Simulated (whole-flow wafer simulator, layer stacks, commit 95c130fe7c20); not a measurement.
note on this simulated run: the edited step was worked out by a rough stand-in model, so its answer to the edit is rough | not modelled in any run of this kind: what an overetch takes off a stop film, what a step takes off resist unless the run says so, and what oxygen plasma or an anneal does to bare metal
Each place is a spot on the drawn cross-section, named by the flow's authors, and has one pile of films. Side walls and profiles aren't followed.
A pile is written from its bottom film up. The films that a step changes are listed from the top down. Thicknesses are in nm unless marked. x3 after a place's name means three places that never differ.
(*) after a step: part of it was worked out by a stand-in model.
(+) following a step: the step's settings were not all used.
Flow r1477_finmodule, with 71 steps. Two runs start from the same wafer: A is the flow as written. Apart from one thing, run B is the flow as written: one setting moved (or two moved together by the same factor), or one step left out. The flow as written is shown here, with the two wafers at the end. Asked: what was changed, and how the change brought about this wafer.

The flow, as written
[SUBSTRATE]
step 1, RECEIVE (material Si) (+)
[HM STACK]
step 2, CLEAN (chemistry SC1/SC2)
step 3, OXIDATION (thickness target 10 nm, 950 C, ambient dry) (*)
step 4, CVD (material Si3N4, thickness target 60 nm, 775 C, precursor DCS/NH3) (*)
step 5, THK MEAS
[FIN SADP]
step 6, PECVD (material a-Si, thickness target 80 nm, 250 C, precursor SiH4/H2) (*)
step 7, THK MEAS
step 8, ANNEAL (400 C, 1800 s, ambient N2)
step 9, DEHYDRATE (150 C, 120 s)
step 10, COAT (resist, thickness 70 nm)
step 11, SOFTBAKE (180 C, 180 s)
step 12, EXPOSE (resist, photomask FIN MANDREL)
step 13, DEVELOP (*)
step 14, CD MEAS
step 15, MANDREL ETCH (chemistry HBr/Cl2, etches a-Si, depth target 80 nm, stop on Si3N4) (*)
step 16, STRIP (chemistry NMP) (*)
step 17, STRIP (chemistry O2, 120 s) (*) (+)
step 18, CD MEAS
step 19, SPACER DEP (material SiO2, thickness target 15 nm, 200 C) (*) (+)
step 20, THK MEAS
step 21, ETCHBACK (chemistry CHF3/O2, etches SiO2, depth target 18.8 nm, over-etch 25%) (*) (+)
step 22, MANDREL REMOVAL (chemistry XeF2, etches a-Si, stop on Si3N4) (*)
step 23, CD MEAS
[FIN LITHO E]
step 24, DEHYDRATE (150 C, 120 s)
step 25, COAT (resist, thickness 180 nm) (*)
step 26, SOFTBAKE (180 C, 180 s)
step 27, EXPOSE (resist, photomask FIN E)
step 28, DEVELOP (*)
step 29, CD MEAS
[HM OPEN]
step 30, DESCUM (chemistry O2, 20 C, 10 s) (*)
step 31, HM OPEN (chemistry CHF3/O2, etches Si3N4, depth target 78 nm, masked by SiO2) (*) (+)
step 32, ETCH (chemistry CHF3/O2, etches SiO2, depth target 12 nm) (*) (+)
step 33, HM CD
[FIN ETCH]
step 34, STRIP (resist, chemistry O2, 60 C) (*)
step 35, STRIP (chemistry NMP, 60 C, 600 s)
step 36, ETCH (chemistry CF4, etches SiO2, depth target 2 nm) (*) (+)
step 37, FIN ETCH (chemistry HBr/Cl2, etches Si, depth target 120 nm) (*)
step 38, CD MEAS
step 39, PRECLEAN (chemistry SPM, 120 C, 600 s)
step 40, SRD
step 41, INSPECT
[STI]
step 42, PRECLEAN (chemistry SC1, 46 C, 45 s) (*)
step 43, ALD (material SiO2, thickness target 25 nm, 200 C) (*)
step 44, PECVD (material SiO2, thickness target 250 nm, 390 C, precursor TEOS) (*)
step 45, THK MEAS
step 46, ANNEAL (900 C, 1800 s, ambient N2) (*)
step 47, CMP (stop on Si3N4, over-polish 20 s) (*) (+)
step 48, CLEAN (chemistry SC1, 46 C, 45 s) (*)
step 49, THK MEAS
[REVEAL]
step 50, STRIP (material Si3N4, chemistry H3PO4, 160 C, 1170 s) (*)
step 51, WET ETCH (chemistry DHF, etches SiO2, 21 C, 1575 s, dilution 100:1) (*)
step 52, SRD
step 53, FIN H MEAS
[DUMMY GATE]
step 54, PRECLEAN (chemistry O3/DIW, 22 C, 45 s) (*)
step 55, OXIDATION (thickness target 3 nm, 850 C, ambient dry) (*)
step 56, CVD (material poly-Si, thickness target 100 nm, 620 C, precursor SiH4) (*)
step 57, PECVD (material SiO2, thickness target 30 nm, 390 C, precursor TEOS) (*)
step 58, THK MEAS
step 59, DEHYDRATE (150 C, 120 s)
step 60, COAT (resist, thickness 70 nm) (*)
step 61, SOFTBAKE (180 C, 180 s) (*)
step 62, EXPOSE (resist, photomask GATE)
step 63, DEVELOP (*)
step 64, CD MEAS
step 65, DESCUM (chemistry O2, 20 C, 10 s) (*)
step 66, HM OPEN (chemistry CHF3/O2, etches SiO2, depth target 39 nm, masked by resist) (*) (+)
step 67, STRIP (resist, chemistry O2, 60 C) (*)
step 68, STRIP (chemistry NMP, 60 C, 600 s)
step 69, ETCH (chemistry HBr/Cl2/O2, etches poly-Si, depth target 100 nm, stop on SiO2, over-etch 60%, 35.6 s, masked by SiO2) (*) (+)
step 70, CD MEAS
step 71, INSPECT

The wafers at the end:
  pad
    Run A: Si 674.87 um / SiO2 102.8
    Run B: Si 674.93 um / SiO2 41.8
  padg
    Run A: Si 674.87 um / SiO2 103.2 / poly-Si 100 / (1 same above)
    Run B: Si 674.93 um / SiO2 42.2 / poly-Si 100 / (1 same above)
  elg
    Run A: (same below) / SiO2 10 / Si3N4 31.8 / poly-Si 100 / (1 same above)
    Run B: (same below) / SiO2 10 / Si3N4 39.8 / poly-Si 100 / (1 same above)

What caused this: step 37, FIN ETCH: depth target 58.8 nm was run, while the flow as written has depth target 120 nm.

Step by step, how the change led to this:
  step 37, FIN ETCH (chemistry HBr/Cl2, etches Si, depth target 120 nm) (*)
      pad, padg, esg and 19 more: A Si loses 120 | B Si loses 58.8
      elg, e40lg, e100lg, e200lg, elo, e40lo, e100lo, e200lo: A Si3N4 loses 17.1 | B Si3N4 loses 8.4
      (as well as at 6 more places)
  step 43, ALD (material SiO2, thickness target 25 nm, 200 C) (*)
      s40cg, s45cg, s50cg, s40co, s45co, s50co: A SiO2 gains 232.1 (new film) | B SiO2 gains 175.6 (new film)
      esg: A SiO2 gains 194.3 (new film) | B SiO2 gains 141.8 (new film)
  step 47, CMP (stop on Si3N4, over-polish 20 s) (*) (+)
      pad, padg, e40sg and 11 more: A SiO2 loses 71.8 | B SiO2 loses 133
      elg, e40lg, e100lg, e200lg, elo, e40lo, e100lo, e200lo: A SiO2 loses 241.6 | B SiO2 loses 250.3
      (as well as at 2 more places)
  step 51, WET ETCH (chemistry DHF, etches SiO2, 21 C, 1575 s, dilution 100:1) (*)
      elg, e40lg, e100lg, e200lg, elo, e40lo, e100lo, e200lo: A SiO2 loses 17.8 (all of it), Si3N4 loses 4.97 | B SiO2 loses 9.11 (all of it), Si3N4 loses 5.68
  step 56, CVD (material poly-Si, thickness target 100 nm, 620 C, precursor SiH4) (*)
      esg: A poly-Si gains 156 (new film) | B poly-Si gains 164 (new film)
  step 60, COAT (resist, thickness 70 nm) (*)
      e40sg, eso, e40so: A resist gains 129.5 (new film) | B resist gains 137 (new film)
      e100sg, e100so: A resist gains 129.4 (new film) | B resist gains 136.9 (new film)
      (as well as at 2 more places)
  step 63, DEVELOP (*)
      eso, e40so: A resist loses 129.5 (all of it) | B resist loses 137 (all of it)
      e100so: A resist loses 129.4 (all of it) | B resist loses 136.9 (all of it)
      (as well as at 1 more place)
  step 67, STRIP (resist, chemistry O2, 60 C) (*)
      e40sg: A resist loses 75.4 (all of it) | B resist loses 82.9 (all of it)
      e100sg: A resist loses 75.3 (all of it) | B resist loses 82.8 (all of it)
      (as well as at 1 more place)
